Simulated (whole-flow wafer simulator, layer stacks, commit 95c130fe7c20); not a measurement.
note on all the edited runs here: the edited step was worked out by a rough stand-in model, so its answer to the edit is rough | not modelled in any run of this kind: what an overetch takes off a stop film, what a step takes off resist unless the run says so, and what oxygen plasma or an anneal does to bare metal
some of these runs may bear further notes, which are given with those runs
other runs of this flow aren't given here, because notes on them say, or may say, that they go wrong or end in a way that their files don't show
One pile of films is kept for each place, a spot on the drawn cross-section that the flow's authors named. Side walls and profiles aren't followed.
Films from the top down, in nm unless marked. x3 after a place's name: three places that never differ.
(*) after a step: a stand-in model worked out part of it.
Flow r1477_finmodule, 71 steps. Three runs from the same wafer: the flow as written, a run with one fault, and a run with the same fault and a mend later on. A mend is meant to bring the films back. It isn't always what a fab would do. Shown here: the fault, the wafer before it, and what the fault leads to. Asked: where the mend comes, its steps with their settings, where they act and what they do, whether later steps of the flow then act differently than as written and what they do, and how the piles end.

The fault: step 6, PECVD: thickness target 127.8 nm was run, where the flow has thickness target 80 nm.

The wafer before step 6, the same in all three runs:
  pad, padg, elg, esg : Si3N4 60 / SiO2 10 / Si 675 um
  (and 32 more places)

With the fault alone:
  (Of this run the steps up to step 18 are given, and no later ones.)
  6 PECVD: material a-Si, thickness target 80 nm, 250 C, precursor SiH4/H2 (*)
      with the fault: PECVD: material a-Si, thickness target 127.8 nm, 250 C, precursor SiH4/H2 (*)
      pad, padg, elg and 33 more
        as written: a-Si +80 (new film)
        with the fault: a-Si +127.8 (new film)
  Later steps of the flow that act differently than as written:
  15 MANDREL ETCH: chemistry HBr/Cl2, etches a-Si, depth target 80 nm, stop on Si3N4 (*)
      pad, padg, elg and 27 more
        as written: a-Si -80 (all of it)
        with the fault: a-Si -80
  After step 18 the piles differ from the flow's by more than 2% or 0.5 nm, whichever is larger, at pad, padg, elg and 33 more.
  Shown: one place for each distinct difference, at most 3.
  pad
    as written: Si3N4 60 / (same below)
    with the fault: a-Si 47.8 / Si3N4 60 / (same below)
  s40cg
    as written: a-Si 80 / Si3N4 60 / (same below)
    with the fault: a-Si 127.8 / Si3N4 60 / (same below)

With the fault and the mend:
  The mend comes after step 7.
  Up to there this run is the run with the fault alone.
  7a ETCH: chemistry tmah, depth target 147 nm
      pad, padg, elg and 33 more
        a-Si -127.8 (all of it)
  7b PECVD: material a-Si, thickness target 80 nm, 250 C, precursor SiH4/H2 (*) (the flow's step 6 once more)
      pad, padg, elg and 33 more
        a-Si +80 (new film)
  No later step of the flow acts differently than as written at any place that is followed.
  At the end the piles are the same as the flow's at every place that both follow.
